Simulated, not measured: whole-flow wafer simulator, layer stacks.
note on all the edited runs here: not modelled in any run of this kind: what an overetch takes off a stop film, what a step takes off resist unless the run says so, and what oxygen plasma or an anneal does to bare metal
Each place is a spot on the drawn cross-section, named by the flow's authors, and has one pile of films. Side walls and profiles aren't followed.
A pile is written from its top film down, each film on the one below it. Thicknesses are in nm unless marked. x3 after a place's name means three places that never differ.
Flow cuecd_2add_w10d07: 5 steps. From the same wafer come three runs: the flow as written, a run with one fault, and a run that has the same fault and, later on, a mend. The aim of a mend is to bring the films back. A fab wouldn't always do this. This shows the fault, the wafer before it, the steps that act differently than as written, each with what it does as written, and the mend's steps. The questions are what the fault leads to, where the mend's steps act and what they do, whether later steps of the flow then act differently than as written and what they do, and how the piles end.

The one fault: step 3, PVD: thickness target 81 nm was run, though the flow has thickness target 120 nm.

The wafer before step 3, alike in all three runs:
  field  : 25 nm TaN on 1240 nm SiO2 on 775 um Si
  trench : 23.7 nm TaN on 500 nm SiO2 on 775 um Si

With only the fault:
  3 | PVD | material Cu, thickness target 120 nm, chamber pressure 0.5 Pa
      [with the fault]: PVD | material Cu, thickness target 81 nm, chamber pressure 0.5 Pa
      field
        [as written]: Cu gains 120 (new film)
        [with the fault]: Cu gains 81 (new film)
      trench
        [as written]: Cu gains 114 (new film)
        [with the fault]: Cu gains 76.9 (new film)
  None of the later steps of the flow acts differently than as written at any place that is followed.
  The piles end different from the flow's at field, trench by more than 2% or 0.5 nm, whichever is larger.
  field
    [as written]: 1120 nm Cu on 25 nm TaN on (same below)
    [with the fault]: 1081 nm Cu on 25 nm TaN on (same below)
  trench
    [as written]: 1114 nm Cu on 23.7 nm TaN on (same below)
    [with the fault]: 1076.9 nm Cu on 23.7 nm TaN on (same below)

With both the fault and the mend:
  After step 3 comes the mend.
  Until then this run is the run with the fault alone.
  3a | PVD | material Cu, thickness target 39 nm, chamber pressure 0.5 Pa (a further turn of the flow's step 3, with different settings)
      field
        Cu gains 39
      trench
        Cu gains 36.9
  None of the later steps of the flow acts differently than as written at any place that is followed.
  The piles end only slightly different from the flow's at the places that both follow, by no more than 2% or 0.5 nm, whichever is larger.
